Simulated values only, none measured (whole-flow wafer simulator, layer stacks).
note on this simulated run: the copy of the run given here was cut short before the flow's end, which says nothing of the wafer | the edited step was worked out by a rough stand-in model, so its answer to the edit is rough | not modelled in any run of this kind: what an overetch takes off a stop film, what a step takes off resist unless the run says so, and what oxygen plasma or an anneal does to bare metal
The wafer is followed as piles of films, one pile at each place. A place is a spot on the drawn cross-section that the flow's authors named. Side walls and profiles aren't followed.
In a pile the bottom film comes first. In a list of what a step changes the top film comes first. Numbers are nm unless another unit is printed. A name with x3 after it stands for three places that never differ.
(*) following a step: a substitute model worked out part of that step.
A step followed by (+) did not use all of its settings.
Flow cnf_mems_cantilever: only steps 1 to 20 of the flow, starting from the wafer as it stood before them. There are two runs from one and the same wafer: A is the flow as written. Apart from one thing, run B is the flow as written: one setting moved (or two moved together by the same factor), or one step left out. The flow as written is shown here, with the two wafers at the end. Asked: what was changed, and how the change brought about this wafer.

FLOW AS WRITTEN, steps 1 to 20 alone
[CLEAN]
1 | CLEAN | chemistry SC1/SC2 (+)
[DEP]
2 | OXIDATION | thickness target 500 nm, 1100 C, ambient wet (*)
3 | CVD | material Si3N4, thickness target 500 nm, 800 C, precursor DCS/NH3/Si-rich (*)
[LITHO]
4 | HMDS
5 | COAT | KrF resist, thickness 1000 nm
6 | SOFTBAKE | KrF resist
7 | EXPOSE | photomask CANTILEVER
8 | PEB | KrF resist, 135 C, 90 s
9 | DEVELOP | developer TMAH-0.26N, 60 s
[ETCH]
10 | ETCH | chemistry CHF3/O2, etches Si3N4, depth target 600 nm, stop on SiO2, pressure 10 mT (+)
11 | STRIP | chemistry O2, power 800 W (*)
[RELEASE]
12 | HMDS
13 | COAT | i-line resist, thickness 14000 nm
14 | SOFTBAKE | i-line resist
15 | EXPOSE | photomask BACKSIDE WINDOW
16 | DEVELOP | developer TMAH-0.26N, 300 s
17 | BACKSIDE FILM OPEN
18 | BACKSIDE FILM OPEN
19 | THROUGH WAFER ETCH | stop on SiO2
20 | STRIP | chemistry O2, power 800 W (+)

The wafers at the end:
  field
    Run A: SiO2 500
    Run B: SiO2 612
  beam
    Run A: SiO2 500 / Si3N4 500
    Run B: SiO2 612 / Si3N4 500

What caused this: step 2, OXIDATION: thickness target 612 nm was run, though the flow has thickness target 500 nm.
One can read it off the wafer: field has SiO2 612, and step 2 as written asks for 500 nm.

Step by step, how the change led to this:
  2 | OXIDATION | thickness target 500 nm, 1100 C, ambient wet (*)
      field, beam: A SiO2 gains 500 (new film), chemical SiO2 loses 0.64 (all of it), Si loses 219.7 | B SiO2 gains 612 (new film), chemical SiO2 loses 0.64 (all of it), Si loses 269
  19 | THROUGH WAFER ETCH | stop on SiO2
      field: A under 1 film: Si loses 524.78 um (all of it) | B under 1 film: Si loses 524.73 um (all of it)
      beam: A under 2 films: Si loses 524.78 um (all of it) | B under 2 films: Si loses 524.73 um (all of it)
